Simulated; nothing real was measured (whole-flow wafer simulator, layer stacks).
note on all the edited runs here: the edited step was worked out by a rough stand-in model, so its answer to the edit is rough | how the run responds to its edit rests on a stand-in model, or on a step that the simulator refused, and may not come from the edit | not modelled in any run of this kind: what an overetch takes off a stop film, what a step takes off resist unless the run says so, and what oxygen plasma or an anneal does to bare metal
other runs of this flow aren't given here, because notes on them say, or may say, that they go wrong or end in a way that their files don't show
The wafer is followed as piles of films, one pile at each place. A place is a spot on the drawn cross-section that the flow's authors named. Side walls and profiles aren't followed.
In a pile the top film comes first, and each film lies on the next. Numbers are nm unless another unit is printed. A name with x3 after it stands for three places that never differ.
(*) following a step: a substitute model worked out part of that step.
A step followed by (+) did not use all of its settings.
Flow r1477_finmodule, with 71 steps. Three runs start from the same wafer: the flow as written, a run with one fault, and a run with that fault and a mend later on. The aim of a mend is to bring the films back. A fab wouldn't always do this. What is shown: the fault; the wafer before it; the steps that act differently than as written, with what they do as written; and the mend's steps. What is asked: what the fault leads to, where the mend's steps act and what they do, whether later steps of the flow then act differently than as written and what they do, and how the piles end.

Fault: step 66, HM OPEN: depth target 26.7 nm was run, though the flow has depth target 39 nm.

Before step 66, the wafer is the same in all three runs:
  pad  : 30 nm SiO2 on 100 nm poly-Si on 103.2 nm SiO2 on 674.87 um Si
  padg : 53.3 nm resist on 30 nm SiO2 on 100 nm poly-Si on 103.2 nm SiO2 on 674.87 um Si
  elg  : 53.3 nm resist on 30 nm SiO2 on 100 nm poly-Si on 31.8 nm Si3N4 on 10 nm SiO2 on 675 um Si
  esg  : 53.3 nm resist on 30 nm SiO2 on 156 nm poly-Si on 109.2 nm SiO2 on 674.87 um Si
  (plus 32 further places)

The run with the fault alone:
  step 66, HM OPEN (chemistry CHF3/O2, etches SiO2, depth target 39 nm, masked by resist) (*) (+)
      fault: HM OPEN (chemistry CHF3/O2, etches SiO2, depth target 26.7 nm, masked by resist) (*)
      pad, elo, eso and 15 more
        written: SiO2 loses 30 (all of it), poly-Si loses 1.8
        fault: SiO2 loses 26.7
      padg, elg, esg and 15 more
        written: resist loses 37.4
        fault: resist loses 25.6
  Later steps of the flow acting differently than as written:
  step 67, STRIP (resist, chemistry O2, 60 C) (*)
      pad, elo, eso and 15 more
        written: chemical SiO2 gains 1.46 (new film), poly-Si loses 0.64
        fault: nothing
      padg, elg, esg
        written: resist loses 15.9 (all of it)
        fault: resist loses 27.7 (all of it)
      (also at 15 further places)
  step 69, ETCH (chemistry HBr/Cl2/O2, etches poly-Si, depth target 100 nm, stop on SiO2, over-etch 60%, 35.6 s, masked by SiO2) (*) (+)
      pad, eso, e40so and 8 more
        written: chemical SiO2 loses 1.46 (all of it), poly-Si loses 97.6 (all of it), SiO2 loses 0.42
        fault: SiO2 loses 3.3 (all of it), poly-Si loses 94
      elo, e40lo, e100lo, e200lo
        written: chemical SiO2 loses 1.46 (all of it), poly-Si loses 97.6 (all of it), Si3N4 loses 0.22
        fault: SiO2 loses 3.3 (all of it), poly-Si loses 94
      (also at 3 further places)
  The piles end different from the flow's at pad, elo, eso and 15 more by more than 2% or 0.5 nm, whichever is larger.
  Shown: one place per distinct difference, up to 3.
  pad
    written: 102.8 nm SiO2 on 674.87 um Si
    fault: 6 nm poly-Si on 103.2 nm SiO2 on 674.87 um Si
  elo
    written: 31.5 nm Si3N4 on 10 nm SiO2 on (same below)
    fault: 6 nm poly-Si on 31.8 nm Si3N4 on 10 nm SiO2 on (same below)
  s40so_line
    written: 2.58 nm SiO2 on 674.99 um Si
    fault: 6 nm poly-Si on 3 nm SiO2 on 674.99 um Si

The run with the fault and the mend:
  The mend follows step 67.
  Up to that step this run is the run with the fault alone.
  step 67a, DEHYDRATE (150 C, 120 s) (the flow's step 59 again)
      alters no film at any place that is followed
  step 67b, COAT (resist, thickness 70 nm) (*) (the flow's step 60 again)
      e40lg, e100lg, e200lg, e40lo, e100lo, e200lo
        resist gains 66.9 (new film)
      s40sg, s45sg, s40so, s45so
        resist gains 91 (new film)
      s40sg_line, s45sg_line, s40so_line, s45so_line
        resist gains 68.5 (new film)
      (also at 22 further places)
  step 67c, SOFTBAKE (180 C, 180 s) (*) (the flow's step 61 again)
      alters no film at any place that is followed
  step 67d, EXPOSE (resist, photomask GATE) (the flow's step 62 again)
      alters no film at any place that is followed
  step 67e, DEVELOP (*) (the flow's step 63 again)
      e40lo, e100lo, e200lo
        resist loses 66.9 (all of it)
      s40so, s45so
        resist loses 91 (all of it)
      s40so_line, s45so_line
        resist loses 68.5 (all of it)
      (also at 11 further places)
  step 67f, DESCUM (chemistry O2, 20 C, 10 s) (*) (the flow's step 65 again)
      padg, elg, esg and 15 more
        resist loses 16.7
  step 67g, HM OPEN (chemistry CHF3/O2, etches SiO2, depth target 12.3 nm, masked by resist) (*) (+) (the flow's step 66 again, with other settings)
      pad, elo, eso and 15 more
        SiO2 loses 3.3 (all of it), poly-Si loses 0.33
      padg, elg, esg and 15 more
        resist loses 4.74
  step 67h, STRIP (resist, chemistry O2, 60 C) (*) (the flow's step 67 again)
      pad, elo, eso and 15 more
        chemical SiO2 gains 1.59 (new film), poly-Si loses 0.7
      e40lg, e100lg, e200lg
        resist loses 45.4 (all of it)
      elg, esg
        resist loses 48.5 (all of it)
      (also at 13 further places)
  Every later step of the flow that is run acts as written, at every place that is followed, to within 2% or 0.5 nm, whichever is larger.
  At the end the piles are close to the flow's at the places that both follow, differing by at most 2% or 0.5 nm, whichever is larger.
